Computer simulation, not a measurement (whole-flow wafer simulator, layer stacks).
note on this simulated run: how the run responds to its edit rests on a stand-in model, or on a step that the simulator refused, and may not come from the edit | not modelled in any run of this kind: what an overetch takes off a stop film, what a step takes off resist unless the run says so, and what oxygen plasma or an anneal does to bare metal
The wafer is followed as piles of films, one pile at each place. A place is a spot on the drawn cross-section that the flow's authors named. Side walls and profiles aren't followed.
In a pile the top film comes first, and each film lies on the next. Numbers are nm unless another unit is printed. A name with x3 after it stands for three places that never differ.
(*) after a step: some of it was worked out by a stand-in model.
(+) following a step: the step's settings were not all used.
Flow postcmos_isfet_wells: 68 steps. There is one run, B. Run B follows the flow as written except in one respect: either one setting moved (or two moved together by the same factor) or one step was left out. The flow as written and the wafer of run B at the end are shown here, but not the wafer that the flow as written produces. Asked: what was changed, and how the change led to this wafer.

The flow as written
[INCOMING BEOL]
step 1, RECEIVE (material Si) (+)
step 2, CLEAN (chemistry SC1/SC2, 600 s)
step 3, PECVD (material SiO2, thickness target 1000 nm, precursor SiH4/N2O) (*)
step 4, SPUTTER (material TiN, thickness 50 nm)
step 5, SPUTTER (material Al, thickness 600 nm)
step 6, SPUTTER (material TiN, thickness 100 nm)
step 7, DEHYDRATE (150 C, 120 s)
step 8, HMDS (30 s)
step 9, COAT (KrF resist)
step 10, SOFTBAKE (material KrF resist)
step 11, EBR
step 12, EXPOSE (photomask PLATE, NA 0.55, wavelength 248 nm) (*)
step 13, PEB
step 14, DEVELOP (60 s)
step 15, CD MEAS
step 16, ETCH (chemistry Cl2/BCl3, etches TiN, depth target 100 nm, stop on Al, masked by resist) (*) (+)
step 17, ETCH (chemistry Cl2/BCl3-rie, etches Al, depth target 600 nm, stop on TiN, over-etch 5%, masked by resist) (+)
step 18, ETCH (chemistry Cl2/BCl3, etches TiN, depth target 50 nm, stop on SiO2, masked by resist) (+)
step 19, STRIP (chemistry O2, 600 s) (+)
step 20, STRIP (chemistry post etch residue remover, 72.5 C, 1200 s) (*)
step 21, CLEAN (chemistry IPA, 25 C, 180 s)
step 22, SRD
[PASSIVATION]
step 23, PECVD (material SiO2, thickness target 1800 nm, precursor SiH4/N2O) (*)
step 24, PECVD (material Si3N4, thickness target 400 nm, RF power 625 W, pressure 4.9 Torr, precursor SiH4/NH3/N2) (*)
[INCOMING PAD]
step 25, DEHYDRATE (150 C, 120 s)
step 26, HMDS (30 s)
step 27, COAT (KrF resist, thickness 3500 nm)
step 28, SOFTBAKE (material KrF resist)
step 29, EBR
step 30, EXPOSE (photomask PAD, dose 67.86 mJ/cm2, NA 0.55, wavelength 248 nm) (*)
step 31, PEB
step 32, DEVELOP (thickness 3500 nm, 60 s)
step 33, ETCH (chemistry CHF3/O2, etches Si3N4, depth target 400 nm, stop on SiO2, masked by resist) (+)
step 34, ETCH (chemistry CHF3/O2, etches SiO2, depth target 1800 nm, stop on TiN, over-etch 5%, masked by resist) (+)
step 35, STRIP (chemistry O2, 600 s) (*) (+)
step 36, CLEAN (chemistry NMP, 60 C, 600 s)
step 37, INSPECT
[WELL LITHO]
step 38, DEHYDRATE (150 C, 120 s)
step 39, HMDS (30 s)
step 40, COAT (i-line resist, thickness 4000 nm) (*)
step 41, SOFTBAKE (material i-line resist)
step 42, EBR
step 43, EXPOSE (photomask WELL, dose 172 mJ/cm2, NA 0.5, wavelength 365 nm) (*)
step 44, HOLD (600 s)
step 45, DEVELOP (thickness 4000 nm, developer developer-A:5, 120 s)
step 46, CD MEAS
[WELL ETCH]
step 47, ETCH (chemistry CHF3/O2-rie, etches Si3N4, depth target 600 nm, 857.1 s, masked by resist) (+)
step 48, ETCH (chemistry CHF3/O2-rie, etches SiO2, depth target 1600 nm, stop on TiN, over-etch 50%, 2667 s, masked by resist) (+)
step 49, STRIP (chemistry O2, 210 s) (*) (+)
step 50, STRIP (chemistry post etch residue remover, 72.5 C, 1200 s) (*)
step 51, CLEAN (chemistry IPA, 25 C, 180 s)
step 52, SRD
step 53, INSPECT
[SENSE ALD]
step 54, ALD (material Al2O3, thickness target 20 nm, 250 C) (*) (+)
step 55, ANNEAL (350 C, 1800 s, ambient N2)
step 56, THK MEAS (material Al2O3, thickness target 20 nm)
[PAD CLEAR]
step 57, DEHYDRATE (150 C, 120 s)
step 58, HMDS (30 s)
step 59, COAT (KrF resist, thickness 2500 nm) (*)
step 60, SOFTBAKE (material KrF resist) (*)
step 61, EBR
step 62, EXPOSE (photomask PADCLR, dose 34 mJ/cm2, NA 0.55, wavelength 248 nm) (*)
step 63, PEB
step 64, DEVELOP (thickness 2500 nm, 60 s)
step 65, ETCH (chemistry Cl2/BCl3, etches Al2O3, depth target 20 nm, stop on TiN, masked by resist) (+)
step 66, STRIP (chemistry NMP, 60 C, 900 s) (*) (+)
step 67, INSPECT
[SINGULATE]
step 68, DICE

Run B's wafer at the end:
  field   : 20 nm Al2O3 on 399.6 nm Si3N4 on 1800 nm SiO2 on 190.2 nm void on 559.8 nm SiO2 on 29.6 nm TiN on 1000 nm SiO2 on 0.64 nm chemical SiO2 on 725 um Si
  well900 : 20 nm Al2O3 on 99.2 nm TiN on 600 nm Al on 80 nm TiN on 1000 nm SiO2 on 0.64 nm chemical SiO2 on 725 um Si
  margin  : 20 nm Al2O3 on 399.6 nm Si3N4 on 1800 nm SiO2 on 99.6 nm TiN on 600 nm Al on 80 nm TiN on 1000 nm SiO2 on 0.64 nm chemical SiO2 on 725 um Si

Cause: step 4, SPUTTER: thickness 80 nm was run, though the flow has thickness 50 nm.
The wafer lets one read it off: well900 has TiN 80, and step 4 as written asks for 50 nm.

How this came from the change, step by step:
  step 4, SPUTTER (material TiN, thickness 50 nm)
      field, margin, well900 and 6 more: TiN gains 80 (new film) (in the flow as written it would be: TiN gains 50 (new film))
  step 18, ETCH (chemistry Cl2/BCl3, etches TiN, depth target 50 nm, stop on SiO2, masked by resist) (+)
      field: TiN loses 50 (in the flow as written it would be: TiN loses 50 (all of it))
  step 23, PECVD (material SiO2, thickness target 1800 nm, precursor SiH4/N2O) (*)
      field: SiO2 gains 1800 (new film), void gains 190.2 (new film), SiO2 gains 559.8 (new film) (in the flow as written it would be: SiO2 gains 1800 (new film), void gains 189.9 (new film), SiO2 gains 559.7)
If metal films that touch count as one body, field has 1 body; the flow as written gives 0 bodies.
